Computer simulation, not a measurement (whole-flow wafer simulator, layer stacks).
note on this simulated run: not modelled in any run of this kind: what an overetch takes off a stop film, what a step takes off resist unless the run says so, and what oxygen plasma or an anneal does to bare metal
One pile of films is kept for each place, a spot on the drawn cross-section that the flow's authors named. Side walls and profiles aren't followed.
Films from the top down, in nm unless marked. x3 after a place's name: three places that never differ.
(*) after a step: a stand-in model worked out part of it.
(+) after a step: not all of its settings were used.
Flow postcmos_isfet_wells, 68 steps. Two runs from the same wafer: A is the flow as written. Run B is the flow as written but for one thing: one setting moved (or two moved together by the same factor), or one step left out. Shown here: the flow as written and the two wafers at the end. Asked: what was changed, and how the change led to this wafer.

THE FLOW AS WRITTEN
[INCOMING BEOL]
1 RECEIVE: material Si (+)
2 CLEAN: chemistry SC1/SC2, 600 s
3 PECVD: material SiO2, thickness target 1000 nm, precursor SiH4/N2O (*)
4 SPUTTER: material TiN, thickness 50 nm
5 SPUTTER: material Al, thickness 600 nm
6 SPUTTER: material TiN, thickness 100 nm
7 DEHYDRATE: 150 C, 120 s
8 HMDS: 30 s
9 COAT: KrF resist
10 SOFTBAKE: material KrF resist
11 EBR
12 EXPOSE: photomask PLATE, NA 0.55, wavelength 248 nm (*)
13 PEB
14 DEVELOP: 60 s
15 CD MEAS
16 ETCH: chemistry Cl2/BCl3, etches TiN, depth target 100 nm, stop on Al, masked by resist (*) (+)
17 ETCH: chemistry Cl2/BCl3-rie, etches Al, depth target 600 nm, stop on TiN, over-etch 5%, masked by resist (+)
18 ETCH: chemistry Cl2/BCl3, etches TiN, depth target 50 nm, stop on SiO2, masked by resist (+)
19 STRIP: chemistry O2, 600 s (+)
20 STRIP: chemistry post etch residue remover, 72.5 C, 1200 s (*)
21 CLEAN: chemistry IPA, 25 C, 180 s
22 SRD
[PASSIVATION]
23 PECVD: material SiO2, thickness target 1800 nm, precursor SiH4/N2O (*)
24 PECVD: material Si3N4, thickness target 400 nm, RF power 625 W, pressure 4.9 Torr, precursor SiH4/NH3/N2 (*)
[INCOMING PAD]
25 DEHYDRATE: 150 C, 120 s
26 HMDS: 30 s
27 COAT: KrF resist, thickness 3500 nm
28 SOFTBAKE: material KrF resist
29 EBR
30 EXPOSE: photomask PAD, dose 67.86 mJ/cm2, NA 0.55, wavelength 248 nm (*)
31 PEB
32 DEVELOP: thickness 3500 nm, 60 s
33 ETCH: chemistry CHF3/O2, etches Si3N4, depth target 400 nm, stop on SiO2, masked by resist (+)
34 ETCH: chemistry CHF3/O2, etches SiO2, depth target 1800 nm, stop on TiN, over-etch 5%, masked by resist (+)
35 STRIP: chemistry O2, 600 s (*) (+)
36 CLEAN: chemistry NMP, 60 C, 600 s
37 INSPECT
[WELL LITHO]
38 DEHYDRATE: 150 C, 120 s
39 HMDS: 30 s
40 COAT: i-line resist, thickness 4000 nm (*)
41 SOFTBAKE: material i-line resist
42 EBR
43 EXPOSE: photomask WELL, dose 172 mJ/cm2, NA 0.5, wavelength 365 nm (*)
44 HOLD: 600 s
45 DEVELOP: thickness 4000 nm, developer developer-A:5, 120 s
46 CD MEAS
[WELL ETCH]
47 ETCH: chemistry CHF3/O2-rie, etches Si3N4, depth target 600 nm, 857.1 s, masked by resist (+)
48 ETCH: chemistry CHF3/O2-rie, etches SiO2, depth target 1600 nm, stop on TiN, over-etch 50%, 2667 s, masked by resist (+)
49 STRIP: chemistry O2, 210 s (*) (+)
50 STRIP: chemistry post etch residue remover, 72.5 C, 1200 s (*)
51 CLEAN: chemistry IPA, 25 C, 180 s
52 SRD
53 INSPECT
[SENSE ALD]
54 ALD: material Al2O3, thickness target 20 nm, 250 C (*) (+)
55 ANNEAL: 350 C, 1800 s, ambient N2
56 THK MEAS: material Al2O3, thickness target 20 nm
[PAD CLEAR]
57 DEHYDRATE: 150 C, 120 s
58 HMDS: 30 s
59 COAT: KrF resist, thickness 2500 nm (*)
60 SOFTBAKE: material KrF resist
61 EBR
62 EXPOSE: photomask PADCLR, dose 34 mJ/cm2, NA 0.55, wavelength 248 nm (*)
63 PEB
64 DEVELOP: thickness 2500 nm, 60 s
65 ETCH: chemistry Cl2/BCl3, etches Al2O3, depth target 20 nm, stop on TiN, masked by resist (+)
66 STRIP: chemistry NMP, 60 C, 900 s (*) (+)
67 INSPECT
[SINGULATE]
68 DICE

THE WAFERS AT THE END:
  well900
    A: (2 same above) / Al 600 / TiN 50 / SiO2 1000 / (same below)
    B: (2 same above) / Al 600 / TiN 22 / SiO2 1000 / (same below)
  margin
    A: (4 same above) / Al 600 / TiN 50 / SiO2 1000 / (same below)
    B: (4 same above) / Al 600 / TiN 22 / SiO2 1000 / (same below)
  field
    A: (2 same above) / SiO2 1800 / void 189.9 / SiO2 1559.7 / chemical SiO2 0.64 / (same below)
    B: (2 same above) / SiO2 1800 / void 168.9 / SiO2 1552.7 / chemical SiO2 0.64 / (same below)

The cause: step 4, SPUTTER: thickness 22 nm was run, where the flow has thickness 50 nm.
It can be read off the wafer: well900 has TiN 22, and step 4 as written asks for 50 nm.

How the change led to this, step by step:
  4 SPUTTER: material TiN, thickness 50 nm
      field, margin, well900, well1300 x3, pad_rim, pad_clr, pad_open: A TiN +50 (new film) | B TiN +22 (new film)
  18 ETCH: chemistry Cl2/BCl3, etches TiN, depth target 50 nm, stop on SiO2, masked by resist (+)
      margin, well900, well1300 x3, pad_rim, pad_clr, pad_open: A KrF resist -20 | B KrF resist -13.2
      field: A TiN -50 (all of it) | B TiN -22 (all of it)
  23 PECVD: material SiO2, thickness target 1800 nm, precursor SiH4/N2O (*)
      field: A SiO2 +1800 (new film), void +189.9 (new film), SiO2 +559.7 | B SiO2 +1800 (new film), void +168.9 (new film), SiO2 +552.7
